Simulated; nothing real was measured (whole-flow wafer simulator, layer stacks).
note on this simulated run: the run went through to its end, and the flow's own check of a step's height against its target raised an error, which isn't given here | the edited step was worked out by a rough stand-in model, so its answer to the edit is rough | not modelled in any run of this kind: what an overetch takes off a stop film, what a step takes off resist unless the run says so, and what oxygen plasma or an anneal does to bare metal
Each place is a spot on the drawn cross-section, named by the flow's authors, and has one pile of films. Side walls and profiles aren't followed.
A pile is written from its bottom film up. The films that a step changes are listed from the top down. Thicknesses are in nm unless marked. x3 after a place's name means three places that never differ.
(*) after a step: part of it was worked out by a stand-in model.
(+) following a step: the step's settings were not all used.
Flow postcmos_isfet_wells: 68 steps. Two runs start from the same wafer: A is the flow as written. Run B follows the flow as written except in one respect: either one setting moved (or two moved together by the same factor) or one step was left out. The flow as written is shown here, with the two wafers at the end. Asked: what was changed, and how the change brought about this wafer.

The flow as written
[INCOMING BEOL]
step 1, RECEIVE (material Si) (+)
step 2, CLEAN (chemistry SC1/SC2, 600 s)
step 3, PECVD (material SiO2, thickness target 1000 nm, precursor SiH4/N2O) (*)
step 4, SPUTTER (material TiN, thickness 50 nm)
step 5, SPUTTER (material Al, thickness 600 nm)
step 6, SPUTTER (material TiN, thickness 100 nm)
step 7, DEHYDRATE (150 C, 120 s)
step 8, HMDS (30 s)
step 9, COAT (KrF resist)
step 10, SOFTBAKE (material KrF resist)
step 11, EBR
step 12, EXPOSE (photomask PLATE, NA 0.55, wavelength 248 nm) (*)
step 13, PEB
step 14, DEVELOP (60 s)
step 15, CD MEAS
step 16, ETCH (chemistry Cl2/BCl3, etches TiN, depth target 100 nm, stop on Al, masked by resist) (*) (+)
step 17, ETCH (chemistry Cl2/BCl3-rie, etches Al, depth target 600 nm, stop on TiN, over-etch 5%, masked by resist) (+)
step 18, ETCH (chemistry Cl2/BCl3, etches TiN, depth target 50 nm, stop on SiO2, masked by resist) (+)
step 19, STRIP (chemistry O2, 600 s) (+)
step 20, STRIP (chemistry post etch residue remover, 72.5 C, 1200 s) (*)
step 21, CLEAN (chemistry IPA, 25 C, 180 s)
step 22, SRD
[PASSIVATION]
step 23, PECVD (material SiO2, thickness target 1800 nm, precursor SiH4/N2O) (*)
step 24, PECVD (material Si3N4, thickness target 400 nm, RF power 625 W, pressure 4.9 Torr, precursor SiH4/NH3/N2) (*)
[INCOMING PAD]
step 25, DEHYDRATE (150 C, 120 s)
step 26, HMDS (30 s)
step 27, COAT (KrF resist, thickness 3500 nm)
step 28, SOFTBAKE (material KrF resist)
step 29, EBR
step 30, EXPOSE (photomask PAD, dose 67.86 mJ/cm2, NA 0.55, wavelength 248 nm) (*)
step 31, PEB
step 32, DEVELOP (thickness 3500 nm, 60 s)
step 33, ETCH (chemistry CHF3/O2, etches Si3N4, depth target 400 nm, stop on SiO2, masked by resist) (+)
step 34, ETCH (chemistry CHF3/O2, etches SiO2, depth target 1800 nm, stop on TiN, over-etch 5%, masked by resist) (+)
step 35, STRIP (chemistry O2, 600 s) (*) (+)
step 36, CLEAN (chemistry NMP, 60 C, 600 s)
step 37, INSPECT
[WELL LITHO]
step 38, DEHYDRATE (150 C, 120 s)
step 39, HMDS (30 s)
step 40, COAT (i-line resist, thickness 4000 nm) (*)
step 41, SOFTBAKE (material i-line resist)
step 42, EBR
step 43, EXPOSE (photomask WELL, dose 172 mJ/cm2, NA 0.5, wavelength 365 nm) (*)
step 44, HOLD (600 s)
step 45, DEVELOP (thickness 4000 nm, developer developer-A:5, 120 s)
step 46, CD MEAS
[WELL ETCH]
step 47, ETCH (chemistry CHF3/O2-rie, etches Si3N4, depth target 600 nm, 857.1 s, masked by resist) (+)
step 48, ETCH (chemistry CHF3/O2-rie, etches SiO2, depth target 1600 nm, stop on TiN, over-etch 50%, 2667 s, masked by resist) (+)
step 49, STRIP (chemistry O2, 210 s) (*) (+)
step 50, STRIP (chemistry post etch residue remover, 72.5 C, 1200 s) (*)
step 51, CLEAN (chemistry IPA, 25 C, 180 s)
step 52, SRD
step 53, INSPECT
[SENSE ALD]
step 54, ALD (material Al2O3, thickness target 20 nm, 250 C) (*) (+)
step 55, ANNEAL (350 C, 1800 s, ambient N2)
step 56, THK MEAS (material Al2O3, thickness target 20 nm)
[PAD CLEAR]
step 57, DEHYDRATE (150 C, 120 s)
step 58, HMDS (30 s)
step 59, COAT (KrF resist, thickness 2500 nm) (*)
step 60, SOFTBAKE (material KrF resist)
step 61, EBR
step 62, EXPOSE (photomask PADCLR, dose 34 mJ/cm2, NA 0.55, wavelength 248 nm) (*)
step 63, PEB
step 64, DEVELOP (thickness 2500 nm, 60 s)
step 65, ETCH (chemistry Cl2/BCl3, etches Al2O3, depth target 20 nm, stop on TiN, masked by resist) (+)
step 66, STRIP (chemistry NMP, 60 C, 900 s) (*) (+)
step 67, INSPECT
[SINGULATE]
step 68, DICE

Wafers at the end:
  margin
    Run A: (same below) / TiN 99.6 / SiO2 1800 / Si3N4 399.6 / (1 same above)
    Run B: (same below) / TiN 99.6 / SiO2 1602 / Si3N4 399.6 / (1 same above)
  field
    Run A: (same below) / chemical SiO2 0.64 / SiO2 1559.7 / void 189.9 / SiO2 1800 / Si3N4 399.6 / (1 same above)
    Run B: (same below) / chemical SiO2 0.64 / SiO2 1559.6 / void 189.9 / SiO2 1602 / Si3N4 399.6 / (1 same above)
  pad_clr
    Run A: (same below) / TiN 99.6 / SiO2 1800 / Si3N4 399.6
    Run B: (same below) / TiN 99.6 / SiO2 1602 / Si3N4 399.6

Cause: step 23, PECVD: thickness target 1602 nm was run, whereas the flow has thickness target 1800 nm.
The wafer lets one read it off: margin has SiO2 1602, and step 23 as written asks for 1800 nm.

Step by step, how the change led to this:
  step 23, PECVD (material SiO2, thickness target 1800 nm, precursor SiH4/N2O) (*)
      margin, well900, well1300 x3, pad_rim, pad_clr, pad_open: A SiO2 gains 1800 (new film) | B SiO2 gains 1602 (new film)
      field: A SiO2 gains 1800 (new film), void gains 189.9 (new film), SiO2 gains 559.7 | B SiO2 gains 1602 (new film), void gains 189.9 (new film), SiO2 gains 559.6
  step 34, ETCH (chemistry CHF3/O2, etches SiO2, depth target 1800 nm, stop on TiN, over-etch 5%, masked by resist) (+)
      field, margin, well900, well1300 x3, pad_rim, pad_clr: A KrF resist loses 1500 | B KrF resist loses 1401.8
      pad_open: A SiO2 loses 1800 (all of it) | B SiO2 loses 1602 (all of it)
  step 35, STRIP (chemistry O2, 600 s) (*) (+)
      field, margin, well900, well1300 x3, pad_rim, pad_clr: A KrF resist loses 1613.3 (all of it) | B KrF resist loses 1711.6 (all of it)
  step 41, SOFTBAKE (material i-line resist)
      pad_clr: A i-line resist loses 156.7 | B i-line resist loses 137
      pad_open: A i-line resist gains 115.3 | B i-line resist gains 106.5
  step 48, ETCH (chemistry CHF3/O2-rie, etches SiO2, depth target 1600 nm, stop on TiN, over-etch 50%, 2667 s, masked by resist) (+)
      well900, well1300 x3: A SiO2 loses 1600 (all of it) | B SiO2 loses 1402 (all of it)
  step 49, STRIP (chemistry O2, 210 s) (*) (+)
      pad_clr: A i-line resist loses 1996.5 (all of it) | B i-line resist loses 2078 (all of it)
      pad_open: A i-line resist loses 3816.3 (all of it) | B i-line resist loses 3736.5 (all of it)
  step 59, COAT (KrF resist, thickness 2500 nm) (*)
      field: A KrF resist gains 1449 (new film) | B KrF resist gains 1543.6 (new film)
      margin: A KrF resist gains 1448.9 (new film) | B KrF resist gains 1543.5 (new film)
      (as well as at 2 more places)
  step 63, PEB
      field, margin: A KrF resist loses 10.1 | B KrF resist loses 10.8
  step 64, DEVELOP (thickness 2500 nm, 60 s)
      pad_clr: A KrF resist loses 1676 (all of it) | B KrF resist loses 1742.2 (all of it)
  step 66, STRIP (chemistry NMP, 60 C, 900 s) (*) (+)
      field, margin: A KrF resist loses 1400.1 (all of it) | B KrF resist loses 1494 (all of it)
      pad_rim: A KrF resist loses 1923.7 (all of it) | B KrF resist loses 1968.3 (all of it)
